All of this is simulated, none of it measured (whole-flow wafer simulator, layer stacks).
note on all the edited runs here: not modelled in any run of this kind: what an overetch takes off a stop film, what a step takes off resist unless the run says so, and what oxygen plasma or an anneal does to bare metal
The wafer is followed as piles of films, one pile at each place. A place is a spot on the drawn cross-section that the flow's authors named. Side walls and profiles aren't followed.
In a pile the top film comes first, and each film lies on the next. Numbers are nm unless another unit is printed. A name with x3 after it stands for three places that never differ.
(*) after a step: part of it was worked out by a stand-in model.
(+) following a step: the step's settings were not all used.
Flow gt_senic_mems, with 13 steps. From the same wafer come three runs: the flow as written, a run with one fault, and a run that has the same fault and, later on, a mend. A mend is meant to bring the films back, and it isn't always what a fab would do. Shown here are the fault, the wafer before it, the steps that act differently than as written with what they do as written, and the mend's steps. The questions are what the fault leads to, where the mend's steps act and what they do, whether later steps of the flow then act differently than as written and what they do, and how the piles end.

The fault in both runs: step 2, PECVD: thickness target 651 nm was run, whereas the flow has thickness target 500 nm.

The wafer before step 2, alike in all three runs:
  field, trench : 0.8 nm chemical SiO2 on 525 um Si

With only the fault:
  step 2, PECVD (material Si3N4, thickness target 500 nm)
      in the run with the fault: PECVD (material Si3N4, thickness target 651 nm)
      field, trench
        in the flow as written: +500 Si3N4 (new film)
        in the run with the fault: +651 Si3N4 (new film)
  Steps later in the flow that act otherwise than as written (not shown: 1 more step that differs only slightly, by at most 2% or 0.5 nm, whichever is larger):
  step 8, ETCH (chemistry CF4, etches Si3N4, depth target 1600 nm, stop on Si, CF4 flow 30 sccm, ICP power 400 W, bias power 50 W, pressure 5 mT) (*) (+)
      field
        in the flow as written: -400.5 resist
        in the run with the fault: -501.2 resist
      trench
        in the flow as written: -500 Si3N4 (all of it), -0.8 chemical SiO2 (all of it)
        in the run with the fault: -651 Si3N4 (all of it), -0.8 chemical SiO2 (all of it)
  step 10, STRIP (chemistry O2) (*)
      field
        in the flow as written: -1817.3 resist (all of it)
        in the run with the fault: -1716.6 resist (all of it)
  By the end, the piles at field depart from the flow's by more than 2% or 0.5 nm, whichever is larger.
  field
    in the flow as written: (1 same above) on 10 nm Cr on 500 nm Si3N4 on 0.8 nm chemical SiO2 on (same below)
    in the run with the fault: (1 same above) on 10 nm Cr on 651 nm Si3N4 on 0.8 nm chemical SiO2 on (same below)

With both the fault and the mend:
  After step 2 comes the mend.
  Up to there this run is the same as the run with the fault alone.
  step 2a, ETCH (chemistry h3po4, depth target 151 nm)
      field, trench
        -151 Si3N4
  Every later step of the flow that is run acts as written at every place that is followed.
  By the end, the piles equal the flow's at every place that both follow.
